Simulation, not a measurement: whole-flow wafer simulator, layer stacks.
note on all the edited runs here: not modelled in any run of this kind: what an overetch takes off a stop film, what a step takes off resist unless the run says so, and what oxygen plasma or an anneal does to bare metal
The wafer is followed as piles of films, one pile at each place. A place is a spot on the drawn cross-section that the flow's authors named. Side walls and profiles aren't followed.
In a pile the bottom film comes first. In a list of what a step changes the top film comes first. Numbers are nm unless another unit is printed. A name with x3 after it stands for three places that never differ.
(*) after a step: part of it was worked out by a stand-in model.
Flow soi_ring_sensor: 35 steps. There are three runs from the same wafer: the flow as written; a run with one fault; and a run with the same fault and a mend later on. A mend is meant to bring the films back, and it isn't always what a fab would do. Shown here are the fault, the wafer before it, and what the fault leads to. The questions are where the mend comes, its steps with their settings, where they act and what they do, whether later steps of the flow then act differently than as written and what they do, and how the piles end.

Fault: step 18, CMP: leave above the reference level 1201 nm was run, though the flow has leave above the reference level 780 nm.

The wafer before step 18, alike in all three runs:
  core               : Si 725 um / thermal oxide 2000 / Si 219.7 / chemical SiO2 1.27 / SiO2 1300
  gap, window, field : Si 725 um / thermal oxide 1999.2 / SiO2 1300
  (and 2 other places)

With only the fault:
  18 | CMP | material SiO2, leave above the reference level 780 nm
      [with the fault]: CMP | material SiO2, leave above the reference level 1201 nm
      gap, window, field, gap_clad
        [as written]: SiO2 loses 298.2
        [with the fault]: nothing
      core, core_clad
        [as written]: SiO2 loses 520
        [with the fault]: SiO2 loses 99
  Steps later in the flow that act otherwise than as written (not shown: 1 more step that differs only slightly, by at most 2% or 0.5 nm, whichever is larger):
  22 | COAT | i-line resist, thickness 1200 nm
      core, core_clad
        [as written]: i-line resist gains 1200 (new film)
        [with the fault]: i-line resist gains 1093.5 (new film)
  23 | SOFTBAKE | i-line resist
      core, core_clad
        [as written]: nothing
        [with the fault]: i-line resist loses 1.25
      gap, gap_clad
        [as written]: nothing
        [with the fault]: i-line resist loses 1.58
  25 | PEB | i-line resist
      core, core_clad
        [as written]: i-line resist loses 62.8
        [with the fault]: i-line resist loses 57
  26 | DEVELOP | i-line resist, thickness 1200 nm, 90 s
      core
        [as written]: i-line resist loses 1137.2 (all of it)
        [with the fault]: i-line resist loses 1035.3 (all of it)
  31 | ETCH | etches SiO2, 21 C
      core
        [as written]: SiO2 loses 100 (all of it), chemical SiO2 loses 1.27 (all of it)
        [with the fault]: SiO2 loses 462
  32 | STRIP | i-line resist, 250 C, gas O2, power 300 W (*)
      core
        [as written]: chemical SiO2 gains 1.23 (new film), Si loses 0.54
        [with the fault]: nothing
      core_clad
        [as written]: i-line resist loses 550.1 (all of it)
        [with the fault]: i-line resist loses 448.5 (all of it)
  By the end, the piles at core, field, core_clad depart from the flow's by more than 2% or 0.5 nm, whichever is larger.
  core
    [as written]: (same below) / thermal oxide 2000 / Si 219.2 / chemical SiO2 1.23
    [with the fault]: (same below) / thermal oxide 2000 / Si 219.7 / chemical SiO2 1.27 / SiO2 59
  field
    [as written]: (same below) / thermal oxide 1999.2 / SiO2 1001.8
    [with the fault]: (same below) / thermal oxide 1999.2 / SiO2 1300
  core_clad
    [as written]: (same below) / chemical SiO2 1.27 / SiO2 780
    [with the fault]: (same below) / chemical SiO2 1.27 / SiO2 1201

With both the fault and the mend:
  The mend follows step 27.
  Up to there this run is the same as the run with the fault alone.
  27a | STRIP | i-line resist, 250 C, gas O2, power 300 W (*)
      field
        i-line resist loses 1138.4 (all of it)
      core_clad
        i-line resist loses 1035.3 (all of it)
      gap_clad
        i-line resist loses 1152.2 (all of it)
  27b | CMP | material SiO2, leave above the reference level 780 nm (the flow's step 18, run once more)
      gap, window, field, gap_clad
        SiO2 loses 298.2
      core, core_clad
        SiO2 loses 421
  27c | HMDS | 120 C, 60 s (the flow's step 21, run once more)
      leaves every film unchanged at each place that is followed
  27d | COAT | i-line resist, thickness 1200 nm (the flow's step 22, run once more)
      core, gap, window, field, core_clad, gap_clad
        i-line resist gains 1200 (new film)
  27e | SOFTBAKE | i-line resist (the flow's step 23, run once more)
      leaves every film unchanged at each place that is followed
  27f | EXPOSE | photomask WINDOW, dose 101 mJ/cm2, NA 0.5, wavelength 365 nm (*) (the flow's step 24, run once more)
      leaves every film unchanged at each place that is followed
  27g | PEB | i-line resist (the flow's step 25, run once more)
      core, gap, window, field, core_clad, gap_clad
        i-line resist loses 62.8
  27h | DEVELOP | i-line resist, thickness 1200 nm, 90 s (the flow's step 26, run once more)
      core, gap, window
        i-line resist loses 1137.2 (all of it)
      field, core_clad, gap_clad
        i-line resist loses 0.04
  Every later step of the flow that is run acts as written at every place that is followed.
  The piles end the same as the flow's at every place that both follow.
